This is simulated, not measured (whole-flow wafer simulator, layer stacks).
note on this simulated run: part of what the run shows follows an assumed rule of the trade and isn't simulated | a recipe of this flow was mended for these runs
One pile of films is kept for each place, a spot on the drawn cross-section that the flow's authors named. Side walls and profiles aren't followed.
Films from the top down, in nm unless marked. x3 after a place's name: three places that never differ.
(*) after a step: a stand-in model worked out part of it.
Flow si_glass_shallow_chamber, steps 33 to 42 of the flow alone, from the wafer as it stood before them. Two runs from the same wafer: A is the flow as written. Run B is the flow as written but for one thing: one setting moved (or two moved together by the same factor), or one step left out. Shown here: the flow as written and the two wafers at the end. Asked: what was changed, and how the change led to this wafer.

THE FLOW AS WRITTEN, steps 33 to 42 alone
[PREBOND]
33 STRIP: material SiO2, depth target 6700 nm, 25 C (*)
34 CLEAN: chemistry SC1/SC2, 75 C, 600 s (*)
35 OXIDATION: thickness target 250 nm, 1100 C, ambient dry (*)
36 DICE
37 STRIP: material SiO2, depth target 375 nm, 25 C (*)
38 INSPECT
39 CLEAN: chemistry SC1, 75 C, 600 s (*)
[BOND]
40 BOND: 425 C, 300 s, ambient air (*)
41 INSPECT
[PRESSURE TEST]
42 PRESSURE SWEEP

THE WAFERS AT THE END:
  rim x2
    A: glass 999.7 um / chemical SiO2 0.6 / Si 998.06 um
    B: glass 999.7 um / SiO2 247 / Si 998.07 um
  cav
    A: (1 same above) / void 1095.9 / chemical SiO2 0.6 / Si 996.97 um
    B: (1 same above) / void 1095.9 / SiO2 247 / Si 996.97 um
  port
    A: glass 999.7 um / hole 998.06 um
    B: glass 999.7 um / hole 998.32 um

The cause: step 37, STRIP: material SiO2, depth target 375 nm, 25 C (*), was left out.

How the change led to this, step by step:
  39 CLEAN: chemistry SC1, 75 C, 600 s (*)
      rim x2, cav, septum, ring: A chemical SiO2 +0.6 (new film), Si -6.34 | B SiO2 -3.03
  40 BOND: 425 C, 300 s, ambient air (*)
      port: A glass +999.7 um (new film), hole +1017.3 | B glass +999.7 um (new film), hole +1270
